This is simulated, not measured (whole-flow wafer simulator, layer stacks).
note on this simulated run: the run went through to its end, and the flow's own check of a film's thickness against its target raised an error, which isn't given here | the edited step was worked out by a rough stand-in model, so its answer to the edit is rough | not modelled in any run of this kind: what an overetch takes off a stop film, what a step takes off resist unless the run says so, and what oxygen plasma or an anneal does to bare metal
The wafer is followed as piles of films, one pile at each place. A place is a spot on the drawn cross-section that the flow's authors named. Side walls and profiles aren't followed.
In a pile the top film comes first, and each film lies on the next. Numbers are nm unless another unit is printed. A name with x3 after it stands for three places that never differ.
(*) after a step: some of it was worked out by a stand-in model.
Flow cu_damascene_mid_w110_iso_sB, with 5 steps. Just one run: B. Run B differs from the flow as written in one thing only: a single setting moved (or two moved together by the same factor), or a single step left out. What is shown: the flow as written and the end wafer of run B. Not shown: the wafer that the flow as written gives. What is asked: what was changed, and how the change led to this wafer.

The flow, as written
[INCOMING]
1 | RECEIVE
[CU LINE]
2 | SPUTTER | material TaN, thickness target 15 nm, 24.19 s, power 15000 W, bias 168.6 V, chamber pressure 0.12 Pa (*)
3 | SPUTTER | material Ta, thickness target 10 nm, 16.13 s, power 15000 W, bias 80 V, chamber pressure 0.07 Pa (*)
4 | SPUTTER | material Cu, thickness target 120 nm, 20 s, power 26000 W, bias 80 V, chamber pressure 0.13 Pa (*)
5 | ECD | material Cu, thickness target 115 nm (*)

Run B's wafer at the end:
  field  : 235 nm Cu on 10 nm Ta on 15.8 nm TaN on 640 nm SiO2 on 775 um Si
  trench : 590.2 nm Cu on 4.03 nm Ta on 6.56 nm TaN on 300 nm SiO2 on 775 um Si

The reason: step 2, SPUTTER: thickness target 15.8 nm was run, while the flow as written has thickness target 15 nm; step 2, SPUTTER: 25.4 s was run, where the flow has 24.19 s.
One can read it off the wafer: field has TaN 15.8, and step 2 as written asks for 15 nm.

The path from the change to this, step by step:
  2 | SPUTTER | material TaN, thickness target 15 nm, 24.19 s, power 15000 W, bias 168.6 V, chamber pressure 0.12 Pa (*)
      field: TaN gains 15.8 (new film) (it would be, as written: TaN gains 15 (new film))
